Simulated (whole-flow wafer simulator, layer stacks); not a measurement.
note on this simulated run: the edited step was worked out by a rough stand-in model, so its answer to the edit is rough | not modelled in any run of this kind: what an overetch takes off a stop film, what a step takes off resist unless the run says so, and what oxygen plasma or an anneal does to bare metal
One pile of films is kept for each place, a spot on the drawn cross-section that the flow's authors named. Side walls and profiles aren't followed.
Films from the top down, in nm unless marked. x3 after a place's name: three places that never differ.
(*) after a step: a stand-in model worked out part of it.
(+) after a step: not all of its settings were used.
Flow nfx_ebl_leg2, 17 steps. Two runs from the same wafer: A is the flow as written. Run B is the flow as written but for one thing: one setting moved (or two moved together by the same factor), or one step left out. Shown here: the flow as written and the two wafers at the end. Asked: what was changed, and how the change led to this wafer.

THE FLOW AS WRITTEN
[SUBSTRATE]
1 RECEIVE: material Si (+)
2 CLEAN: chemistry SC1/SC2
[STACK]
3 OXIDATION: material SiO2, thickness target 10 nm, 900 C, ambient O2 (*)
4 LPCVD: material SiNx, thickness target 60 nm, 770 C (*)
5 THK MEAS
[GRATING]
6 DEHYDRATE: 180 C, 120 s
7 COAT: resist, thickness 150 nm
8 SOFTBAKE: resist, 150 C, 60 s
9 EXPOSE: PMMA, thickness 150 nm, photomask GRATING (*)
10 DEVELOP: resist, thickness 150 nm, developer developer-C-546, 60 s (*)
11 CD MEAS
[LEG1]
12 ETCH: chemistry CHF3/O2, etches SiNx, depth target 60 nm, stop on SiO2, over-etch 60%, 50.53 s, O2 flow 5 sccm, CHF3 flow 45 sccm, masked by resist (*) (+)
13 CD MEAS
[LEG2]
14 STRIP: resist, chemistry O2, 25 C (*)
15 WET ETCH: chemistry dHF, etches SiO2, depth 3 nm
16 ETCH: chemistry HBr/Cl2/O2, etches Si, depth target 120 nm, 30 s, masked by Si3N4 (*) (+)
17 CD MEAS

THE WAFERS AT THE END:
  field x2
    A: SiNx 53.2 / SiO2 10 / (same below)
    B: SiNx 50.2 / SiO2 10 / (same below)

The cause: step 4, LPCVD: thickness target 57 nm was run, where the flow has thickness target 60 nm.

How the change led to this, step by step:
  4 LPCVD: material SiNx, thickness target 60 nm, 770 C (*)
      field x2, pad x2: A SiNx +60 (new film) | B SiNx +57 (new film)
  12 ETCH: chemistry CHF3/O2, etches SiNx, depth target 60 nm, stop on SiO2, over-etch 60%, 50.53 s, O2 flow 5 sccm, CHF3 flow 45 sccm, masked by resist (*) (+)
      pad x2: A SiNx -60 (all of it), SiO2 -10 (all of it) | B SiNx -57 (all of it), SiO2 -10 (all of it)
